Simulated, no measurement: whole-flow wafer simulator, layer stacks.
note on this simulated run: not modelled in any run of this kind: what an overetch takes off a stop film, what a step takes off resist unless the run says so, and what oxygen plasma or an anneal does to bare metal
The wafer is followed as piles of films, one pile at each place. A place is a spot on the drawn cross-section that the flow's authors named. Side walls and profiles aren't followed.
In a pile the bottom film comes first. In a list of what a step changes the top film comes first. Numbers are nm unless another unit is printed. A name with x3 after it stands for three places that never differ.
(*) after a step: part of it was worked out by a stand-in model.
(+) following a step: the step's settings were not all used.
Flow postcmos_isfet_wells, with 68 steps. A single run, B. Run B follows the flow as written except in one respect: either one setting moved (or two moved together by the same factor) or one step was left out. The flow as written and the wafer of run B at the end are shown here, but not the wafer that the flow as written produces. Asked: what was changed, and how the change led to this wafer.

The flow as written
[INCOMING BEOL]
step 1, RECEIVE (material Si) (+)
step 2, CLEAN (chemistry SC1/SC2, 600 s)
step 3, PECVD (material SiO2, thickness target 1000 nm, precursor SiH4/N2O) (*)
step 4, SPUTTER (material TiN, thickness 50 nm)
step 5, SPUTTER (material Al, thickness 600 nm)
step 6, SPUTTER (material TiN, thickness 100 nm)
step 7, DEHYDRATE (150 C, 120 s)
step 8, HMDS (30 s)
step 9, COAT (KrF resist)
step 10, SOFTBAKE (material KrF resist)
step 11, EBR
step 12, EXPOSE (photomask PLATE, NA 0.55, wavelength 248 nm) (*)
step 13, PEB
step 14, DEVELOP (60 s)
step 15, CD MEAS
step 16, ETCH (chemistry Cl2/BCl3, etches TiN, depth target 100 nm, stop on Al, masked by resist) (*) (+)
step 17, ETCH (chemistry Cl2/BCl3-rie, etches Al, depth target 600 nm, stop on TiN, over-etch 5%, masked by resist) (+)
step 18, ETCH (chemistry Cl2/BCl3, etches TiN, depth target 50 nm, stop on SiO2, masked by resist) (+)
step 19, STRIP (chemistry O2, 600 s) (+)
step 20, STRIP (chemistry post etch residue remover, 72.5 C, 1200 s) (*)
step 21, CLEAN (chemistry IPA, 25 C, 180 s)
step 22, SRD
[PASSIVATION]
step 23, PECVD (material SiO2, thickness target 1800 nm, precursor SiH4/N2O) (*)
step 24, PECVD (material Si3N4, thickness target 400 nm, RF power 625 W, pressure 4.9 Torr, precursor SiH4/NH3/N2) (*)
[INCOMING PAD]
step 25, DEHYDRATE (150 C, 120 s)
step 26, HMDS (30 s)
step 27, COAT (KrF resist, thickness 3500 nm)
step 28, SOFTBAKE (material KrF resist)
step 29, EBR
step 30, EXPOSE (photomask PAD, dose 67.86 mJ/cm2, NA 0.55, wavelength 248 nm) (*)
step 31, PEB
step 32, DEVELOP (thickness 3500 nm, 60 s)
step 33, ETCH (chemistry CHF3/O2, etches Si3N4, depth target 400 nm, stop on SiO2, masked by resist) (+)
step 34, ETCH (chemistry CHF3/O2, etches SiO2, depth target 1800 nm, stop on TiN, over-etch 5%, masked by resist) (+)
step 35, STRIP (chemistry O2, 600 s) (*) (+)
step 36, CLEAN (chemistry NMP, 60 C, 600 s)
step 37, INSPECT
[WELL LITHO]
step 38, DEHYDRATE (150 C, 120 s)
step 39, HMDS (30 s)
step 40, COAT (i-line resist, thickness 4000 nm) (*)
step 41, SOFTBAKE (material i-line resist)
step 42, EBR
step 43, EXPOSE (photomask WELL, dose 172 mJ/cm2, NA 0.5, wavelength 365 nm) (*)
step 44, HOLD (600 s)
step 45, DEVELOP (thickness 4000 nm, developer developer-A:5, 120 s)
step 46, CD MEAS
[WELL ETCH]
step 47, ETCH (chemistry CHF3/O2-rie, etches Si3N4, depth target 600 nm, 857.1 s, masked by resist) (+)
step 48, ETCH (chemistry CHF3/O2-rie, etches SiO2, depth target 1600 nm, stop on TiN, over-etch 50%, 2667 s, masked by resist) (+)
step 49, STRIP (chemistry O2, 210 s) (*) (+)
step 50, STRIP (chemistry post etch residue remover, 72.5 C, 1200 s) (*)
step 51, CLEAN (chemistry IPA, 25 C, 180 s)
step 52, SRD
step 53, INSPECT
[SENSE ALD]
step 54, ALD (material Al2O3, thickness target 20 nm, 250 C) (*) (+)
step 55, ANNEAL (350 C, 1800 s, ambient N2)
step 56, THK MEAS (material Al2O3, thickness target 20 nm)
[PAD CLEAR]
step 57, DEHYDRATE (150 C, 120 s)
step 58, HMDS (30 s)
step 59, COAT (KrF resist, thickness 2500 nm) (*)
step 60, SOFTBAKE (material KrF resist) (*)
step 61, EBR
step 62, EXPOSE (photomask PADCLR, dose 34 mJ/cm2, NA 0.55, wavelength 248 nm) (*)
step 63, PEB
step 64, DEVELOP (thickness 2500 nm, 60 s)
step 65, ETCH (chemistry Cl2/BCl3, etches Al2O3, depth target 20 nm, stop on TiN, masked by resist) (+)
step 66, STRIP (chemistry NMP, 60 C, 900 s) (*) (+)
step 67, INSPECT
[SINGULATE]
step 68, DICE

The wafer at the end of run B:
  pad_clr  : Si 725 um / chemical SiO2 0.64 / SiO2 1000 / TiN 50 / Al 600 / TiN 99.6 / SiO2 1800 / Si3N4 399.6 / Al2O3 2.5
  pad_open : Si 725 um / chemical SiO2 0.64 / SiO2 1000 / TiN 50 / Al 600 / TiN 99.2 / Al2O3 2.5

What caused this: step 65, ETCH: depth target 17.5 nm was run, though the flow has depth target 20 nm.

The path from the change to this, step by step:
  step 65, ETCH (chemistry Cl2/BCl3, etches Al2O3, depth target 20 nm, stop on TiN, masked by resist) (+)
      pad_clr, pad_open: Al2O3 loses 17.5 (as written it would have been: Al2O3 loses 20 (all of it))
      field, margin, pad_rim: KrF resist loses 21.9 (as written it would have been: KrF resist loses 25)
